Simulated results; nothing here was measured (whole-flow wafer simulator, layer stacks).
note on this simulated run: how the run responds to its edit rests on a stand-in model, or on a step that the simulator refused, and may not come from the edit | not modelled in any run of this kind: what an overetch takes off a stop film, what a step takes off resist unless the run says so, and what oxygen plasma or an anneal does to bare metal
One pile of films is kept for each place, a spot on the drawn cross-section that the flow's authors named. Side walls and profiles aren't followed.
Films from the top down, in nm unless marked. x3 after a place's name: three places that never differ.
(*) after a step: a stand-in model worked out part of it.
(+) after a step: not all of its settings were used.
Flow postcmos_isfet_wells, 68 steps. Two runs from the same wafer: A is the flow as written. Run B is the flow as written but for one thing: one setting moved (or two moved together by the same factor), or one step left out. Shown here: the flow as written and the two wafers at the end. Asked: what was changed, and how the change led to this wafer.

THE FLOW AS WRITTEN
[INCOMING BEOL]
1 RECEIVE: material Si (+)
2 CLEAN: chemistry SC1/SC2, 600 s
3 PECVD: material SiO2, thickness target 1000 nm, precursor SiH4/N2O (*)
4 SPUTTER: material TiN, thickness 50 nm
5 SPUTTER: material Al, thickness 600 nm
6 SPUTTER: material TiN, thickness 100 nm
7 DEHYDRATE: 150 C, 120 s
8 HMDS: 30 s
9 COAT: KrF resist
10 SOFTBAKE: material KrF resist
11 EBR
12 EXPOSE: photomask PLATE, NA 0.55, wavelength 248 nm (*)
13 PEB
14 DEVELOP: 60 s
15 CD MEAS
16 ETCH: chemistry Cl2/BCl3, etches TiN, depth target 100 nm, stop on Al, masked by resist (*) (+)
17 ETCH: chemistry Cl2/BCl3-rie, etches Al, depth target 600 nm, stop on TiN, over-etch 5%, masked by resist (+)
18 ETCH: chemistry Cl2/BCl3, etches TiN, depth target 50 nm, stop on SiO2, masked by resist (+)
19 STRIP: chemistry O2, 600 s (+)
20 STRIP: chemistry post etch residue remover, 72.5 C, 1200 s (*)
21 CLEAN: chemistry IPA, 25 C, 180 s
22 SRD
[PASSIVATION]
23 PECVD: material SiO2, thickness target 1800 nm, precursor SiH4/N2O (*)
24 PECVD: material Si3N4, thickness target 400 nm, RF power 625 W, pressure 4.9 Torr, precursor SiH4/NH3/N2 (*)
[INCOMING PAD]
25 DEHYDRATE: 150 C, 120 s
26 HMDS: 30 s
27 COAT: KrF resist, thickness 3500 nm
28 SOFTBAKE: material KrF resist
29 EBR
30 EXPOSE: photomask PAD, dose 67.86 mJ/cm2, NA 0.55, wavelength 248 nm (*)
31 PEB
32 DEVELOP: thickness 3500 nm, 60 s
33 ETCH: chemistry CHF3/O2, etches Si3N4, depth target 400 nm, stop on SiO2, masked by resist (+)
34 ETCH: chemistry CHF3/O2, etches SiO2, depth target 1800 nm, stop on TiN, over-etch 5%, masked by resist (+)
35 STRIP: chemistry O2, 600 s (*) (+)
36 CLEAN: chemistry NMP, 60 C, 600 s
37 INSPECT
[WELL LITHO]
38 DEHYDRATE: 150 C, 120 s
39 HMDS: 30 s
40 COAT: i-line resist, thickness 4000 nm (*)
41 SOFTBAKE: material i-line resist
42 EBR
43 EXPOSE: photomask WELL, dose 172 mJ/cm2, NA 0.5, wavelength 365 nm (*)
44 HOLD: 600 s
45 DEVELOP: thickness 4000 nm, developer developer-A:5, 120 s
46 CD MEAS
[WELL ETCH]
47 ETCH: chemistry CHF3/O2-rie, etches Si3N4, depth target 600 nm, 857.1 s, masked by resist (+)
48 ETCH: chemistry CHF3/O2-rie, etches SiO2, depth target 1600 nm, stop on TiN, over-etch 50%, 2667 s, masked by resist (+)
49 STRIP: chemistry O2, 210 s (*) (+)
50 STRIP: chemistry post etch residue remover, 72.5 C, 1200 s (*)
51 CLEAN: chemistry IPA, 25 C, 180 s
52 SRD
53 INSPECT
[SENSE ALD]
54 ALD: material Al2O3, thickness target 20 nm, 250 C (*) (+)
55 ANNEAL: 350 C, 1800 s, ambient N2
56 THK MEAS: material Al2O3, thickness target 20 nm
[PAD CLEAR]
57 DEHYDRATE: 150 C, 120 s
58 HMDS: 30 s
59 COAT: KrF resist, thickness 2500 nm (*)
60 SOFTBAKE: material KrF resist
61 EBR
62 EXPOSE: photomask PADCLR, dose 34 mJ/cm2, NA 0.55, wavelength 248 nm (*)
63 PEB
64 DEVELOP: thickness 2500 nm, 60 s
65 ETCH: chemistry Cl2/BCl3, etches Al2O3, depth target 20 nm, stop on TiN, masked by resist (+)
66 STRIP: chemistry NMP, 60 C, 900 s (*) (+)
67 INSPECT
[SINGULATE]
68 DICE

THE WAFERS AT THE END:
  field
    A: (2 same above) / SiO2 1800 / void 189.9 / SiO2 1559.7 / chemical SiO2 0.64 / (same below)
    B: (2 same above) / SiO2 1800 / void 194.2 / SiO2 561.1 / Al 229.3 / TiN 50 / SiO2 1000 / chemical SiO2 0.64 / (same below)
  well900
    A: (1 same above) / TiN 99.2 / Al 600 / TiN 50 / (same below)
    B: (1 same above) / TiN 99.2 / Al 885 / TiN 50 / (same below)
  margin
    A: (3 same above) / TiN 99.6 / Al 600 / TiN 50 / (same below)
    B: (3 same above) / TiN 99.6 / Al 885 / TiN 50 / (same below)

The cause: step 5, SPUTTER: thickness 885 nm was run, where the flow has thickness 600 nm.
It can be read off the wafer: well900 has Al 885, and step 5 as written asks for 600 nm.

How the change led to this, step by step:
  5 SPUTTER: material Al, thickness 600 nm
      field, margin, well900, well1300 x3, pad_rim, pad_clr, pad_open: A Al +600 (new film) | B Al +885 (new film)
  17 ETCH: chemistry Cl2/BCl3-rie, etches Al, depth target 600 nm, stop on TiN, over-etch 5%, masked by resist (+)
      field: A Al -600 (all of it) | B Al -600
  18 ETCH: chemistry Cl2/BCl3, etches TiN, depth target 50 nm, stop on SiO2, masked by resist (+)
      field: A TiN -50 (all of it) | B Al -50
  20 STRIP: chemistry post etch residue remover, 72.5 C, 1200 s (*)
      field: A nothing | B Al -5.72
  23 PECVD: material SiO2, thickness target 1800 nm, precursor SiH4/N2O (*)
      field: A SiO2 +1800 (new film), void +189.9 (new film), SiO2 +559.7 | B SiO2 +1800 (new film), void +194.2 (new film), SiO2 +561.1 (new film)
Counting metal films that touch as one body, field has 1 body; the flow as written gives 0 bodies.
